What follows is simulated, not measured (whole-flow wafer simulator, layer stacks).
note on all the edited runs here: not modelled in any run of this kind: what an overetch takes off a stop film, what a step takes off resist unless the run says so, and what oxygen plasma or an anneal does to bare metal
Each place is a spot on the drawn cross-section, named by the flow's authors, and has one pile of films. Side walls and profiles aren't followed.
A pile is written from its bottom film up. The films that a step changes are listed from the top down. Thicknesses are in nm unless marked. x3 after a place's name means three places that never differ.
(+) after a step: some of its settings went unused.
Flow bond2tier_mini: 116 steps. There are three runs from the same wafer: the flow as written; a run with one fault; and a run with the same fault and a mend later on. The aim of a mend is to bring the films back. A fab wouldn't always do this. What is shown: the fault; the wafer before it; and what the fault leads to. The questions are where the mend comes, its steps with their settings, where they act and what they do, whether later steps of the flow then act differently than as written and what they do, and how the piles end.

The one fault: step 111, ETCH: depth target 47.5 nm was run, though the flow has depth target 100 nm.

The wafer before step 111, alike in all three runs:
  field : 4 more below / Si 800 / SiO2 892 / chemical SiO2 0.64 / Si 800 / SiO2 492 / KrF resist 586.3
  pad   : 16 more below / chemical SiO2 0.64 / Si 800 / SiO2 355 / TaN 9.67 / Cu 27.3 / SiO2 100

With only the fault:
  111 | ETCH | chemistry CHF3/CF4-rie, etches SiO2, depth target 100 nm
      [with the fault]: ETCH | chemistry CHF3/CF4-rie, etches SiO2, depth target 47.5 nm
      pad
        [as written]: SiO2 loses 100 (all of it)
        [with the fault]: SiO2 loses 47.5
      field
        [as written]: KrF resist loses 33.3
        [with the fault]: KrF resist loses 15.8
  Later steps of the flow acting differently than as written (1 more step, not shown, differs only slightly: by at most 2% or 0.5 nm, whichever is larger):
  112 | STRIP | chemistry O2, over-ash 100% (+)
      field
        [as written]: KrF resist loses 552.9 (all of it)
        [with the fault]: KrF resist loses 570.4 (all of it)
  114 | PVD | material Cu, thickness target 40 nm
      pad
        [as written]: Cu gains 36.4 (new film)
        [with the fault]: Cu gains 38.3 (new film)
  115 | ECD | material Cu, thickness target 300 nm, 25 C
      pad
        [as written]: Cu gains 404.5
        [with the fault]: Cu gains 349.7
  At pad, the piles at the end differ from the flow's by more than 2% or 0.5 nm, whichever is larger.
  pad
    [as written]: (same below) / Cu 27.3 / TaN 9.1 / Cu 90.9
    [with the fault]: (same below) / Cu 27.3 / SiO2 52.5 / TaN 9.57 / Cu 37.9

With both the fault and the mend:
  The mend stands after step 111.
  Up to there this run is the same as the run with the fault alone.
  111a | ETCH | chemistry CHF3/CF4-rie, etches SiO2, depth target 52.5 nm (the flow's step 111, run once more with other settings)
      field
        KrF resist loses 17.5
      pad
        SiO2 loses 52.5 (all of it)
  Every later step of the flow that is run acts as written at every place that is followed.
  By the end, the piles equal the flow's at every place that both follow.
